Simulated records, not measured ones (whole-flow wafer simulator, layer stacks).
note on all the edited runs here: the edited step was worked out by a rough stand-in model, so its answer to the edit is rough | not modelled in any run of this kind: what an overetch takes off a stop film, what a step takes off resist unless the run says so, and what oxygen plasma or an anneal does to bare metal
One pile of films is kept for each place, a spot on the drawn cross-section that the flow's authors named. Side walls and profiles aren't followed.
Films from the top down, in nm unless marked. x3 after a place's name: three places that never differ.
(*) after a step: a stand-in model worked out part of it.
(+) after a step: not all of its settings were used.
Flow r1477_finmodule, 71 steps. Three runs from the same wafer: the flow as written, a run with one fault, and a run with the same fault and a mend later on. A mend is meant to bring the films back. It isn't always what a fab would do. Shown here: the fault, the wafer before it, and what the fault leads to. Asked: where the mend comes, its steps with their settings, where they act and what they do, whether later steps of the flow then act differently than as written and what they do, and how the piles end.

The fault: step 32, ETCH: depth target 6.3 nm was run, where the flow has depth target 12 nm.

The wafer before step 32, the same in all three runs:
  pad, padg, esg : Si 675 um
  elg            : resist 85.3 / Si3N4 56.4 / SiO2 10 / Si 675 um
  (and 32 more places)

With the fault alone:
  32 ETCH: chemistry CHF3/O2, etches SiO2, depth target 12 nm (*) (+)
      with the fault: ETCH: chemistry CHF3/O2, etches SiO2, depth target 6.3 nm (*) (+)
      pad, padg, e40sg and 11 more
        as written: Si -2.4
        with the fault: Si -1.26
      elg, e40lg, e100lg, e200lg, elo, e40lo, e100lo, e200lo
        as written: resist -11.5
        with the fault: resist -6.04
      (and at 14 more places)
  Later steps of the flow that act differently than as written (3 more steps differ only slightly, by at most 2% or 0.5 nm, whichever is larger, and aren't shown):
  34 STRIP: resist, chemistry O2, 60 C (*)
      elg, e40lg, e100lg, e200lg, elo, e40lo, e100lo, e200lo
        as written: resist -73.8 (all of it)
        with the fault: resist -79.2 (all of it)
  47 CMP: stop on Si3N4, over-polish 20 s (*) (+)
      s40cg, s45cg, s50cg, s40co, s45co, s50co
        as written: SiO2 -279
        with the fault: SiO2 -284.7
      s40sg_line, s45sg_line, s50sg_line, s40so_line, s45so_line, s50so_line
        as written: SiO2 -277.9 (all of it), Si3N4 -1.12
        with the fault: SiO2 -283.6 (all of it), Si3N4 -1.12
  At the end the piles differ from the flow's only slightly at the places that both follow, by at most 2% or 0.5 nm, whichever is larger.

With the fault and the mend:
  The mend comes after step 32.
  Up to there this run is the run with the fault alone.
  32a ETCH: chemistry CHF3/O2, etches SiO2, depth target 5.7 nm (*) (the flow's step 32 once more, with other settings)
      pad, padg, e40sg and 11 more
        Si -1.14
      elg, e40lg, e100lg, e200lg, elo, e40lo, e100lo, e200lo
        resist -5.46
      s40sg_line, s45sg_line, s50sg_line, s40so_line, s45so_line, s50so_line
        SiO2 -5.7
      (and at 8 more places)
  No later step of the flow acts differently than as written, at any place that is followed, by more than 2% or 0.5 nm, whichever is larger.
  At the end the piles differ from the flow's only slightly at the places that both follow, by at most 2% or 0.5 nm, whichever is larger.
